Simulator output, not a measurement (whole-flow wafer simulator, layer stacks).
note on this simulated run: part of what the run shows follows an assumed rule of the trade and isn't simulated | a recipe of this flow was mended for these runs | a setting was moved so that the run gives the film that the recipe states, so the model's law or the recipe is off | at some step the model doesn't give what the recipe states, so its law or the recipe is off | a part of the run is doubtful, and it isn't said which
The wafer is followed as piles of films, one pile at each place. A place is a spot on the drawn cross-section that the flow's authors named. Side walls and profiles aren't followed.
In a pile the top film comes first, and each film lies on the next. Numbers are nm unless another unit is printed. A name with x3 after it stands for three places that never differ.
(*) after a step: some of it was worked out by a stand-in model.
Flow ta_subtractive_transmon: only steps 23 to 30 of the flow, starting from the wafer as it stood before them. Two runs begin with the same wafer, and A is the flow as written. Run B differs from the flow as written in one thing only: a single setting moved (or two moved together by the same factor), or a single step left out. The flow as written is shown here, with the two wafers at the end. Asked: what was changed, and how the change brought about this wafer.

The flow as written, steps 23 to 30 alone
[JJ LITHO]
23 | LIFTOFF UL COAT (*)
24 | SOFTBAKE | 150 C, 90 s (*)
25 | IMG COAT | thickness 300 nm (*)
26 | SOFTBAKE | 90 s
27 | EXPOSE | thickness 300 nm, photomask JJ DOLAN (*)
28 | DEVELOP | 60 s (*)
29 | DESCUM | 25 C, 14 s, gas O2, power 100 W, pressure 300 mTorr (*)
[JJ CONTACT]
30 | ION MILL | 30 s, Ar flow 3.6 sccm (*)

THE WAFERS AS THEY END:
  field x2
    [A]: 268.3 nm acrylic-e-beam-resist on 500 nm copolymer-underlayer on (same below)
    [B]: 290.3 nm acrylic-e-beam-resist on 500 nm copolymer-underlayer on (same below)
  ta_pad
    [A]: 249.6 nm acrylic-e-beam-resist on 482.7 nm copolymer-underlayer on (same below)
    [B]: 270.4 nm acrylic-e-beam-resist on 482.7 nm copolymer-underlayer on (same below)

What caused this: step 25, IMG COAT: thickness 322 nm was run, while the flow as written has thickness 300 nm; step 27, EXPOSE: thickness 322 nm was run, where the flow has thickness 300 nm.

How this came from the change, step by step:
  25 | IMG COAT | thickness 300 nm (*)
      field x2, jj_line: A acrylic-e-beam-resist gains 300 (new film) | B acrylic-e-beam-resist gains 322 (new film)
      lead: A acrylic-e-beam-resist gains 312.5 (new film) | B acrylic-e-beam-resist gains 335.2 (new film)
      (also at 2 further places)
  28 | DEVELOP | 60 s (*)
      jj_line: A acrylic-e-beam-resist loses 300 (all of it), copolymer-underlayer loses 500 (all of it) | B acrylic-e-beam-resist loses 322 (all of it), copolymer-underlayer loses 500 (all of it)
      lead: A acrylic-e-beam-resist loses 312.5 (all of it), copolymer-underlayer loses 554.7 (all of it) | B acrylic-e-beam-resist loses 335.2 (all of it), copolymer-underlayer loses 554.7 (all of it)
      (also at 1 further place)
